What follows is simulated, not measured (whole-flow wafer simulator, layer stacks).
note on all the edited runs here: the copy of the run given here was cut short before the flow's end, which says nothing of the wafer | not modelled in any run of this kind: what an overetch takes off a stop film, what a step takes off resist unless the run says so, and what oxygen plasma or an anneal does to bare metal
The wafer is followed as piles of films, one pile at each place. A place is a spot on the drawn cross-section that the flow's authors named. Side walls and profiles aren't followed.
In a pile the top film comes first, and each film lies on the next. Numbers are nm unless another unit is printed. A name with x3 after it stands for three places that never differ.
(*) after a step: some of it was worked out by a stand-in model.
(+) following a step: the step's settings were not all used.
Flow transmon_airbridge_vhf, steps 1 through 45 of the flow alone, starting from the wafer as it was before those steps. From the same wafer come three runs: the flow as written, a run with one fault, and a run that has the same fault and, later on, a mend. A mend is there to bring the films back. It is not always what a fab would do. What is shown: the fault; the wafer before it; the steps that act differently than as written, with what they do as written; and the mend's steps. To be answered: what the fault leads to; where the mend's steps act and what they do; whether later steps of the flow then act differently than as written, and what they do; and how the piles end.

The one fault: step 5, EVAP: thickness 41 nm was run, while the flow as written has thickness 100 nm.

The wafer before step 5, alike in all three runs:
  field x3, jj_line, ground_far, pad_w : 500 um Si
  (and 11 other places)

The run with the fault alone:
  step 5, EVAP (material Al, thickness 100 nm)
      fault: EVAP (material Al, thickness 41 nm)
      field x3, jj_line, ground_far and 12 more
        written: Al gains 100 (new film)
        fault: Al gains 41 (new film)
  Steps further on in the flow that do not act as written (10 more steps, not shown, differ only slightly: by at most 2% or 0.5 nm, whichever is larger):
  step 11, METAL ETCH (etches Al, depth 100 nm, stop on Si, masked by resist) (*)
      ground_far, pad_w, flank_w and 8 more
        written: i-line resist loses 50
        fault: i-line resist loses 30.8
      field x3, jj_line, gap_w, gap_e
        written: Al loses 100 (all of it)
        fault: Al loses 41 (all of it)
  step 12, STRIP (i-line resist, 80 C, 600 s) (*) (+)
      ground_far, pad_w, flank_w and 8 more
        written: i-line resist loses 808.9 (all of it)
        fault: i-line resist loses 828.2 (all of it)
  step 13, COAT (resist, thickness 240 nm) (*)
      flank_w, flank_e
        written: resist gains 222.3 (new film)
        fault: resist gains 232 (new film)
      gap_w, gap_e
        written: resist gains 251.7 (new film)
        fault: resist gains 245.2 (new film)
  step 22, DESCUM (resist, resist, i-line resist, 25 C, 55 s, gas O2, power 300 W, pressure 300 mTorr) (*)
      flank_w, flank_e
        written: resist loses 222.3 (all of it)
        fault: resist loses 232 (all of it)
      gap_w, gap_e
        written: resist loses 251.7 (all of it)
        fault: resist loses 245.2 (all of it)
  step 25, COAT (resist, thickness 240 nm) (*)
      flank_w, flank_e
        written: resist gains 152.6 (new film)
        fault: resist gains 160.1 (new film)
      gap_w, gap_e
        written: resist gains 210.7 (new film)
        fault: resist gains 204.3 (new film)
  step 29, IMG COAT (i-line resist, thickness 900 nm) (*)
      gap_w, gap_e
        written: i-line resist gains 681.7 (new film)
        fault: i-line resist gains 666.3 (new film)
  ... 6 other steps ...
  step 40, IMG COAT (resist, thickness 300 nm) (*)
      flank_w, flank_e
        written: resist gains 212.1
        fault: resist gains 220.5
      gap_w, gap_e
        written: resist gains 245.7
        fault: resist gains 240.3
  The piles end different from the flow's at ground_far, pad_w, flank_w and 10 more by more than 2% or 0.5 nm, whichever is larger.
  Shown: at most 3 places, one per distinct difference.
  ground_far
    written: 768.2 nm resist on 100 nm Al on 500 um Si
    fault: 768.2 nm resist on 41 nm Al on 500 um Si
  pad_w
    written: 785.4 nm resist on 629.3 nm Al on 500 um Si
    fault: 785.3 nm resist on 591.3 nm Al on 499.99 um Si
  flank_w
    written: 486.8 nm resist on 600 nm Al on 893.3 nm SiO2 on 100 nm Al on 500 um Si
    fault: 498.4 nm resist on 600 nm Al on 893 nm SiO2 on 41 nm Al on 500 um Si

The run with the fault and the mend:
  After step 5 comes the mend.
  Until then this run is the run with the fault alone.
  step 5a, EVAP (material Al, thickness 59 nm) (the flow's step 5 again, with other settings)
      field x3, jj_line, ground_far and 12 more
        Al gains 59
  Every later step of the flow that is run acts as written at every place that is followed.
  At every place that both follow, the piles at the end match the flow's.
